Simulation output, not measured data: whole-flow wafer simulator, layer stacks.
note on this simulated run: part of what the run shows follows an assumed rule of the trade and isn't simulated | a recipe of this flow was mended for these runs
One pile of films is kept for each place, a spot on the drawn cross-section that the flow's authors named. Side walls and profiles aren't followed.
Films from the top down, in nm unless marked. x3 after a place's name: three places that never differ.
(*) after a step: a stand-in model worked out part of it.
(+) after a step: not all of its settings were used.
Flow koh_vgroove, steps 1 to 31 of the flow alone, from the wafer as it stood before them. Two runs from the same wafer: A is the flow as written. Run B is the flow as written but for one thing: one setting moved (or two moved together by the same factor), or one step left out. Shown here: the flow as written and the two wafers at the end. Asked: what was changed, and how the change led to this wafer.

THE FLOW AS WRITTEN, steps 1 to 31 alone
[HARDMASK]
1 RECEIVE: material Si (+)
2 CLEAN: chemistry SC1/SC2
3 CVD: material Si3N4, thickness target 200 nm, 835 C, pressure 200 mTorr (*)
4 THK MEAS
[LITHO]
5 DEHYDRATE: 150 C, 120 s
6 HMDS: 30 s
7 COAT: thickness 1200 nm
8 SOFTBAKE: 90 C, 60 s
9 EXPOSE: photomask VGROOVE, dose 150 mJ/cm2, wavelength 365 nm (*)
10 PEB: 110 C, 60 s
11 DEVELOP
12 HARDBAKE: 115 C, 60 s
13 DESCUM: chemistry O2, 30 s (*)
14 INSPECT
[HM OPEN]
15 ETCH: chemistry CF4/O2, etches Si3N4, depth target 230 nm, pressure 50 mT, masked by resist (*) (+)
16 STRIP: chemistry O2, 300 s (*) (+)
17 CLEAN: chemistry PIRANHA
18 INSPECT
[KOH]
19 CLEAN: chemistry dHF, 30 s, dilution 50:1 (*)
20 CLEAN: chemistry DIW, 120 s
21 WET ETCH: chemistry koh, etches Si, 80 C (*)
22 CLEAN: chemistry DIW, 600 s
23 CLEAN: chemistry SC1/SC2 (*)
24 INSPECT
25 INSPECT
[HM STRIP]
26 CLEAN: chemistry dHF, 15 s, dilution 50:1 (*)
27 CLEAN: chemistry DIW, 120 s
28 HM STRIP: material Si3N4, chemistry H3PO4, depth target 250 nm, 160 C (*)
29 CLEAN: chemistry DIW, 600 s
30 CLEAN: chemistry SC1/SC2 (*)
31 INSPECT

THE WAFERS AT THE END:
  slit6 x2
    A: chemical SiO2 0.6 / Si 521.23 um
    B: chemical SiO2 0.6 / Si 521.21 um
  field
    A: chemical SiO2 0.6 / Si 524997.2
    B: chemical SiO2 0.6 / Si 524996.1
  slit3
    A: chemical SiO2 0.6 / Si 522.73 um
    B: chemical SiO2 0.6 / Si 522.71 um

The cause: step 3, CVD: thickness target 177.5 nm was run, where the flow has thickness target 200 nm.

How the change led to this, step by step:
  3 CVD: material Si3N4, thickness target 200 nm, 835 C, pressure 200 mTorr (*)
      field, slit3, slit2, slit6 x2: A Si3N4 +200 (new film) | B Si3N4 +177.5 (new film)
  15 ETCH: chemistry CF4/O2, etches Si3N4, depth target 230 nm, pressure 50 mT, masked by resist (*) (+)
      slit3, slit2, slit6 x2: A Si3N4 -200 (all of it), chemical SiO2 -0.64 (all of it), Si -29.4 | B Si3N4 -177.5 (all of it), chemical SiO2 -0.64 (all of it), Si -51.9
  28 HM STRIP: material Si3N4, chemistry H3PO4, depth target 250 nm, 160 C (*)
      field: A Si3N4 -198.7 (all of it), chemical SiO2 -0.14, Si -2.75 | B Si3N4 -176.2 (all of it), chemical SiO2 -0.14, Si -3.88
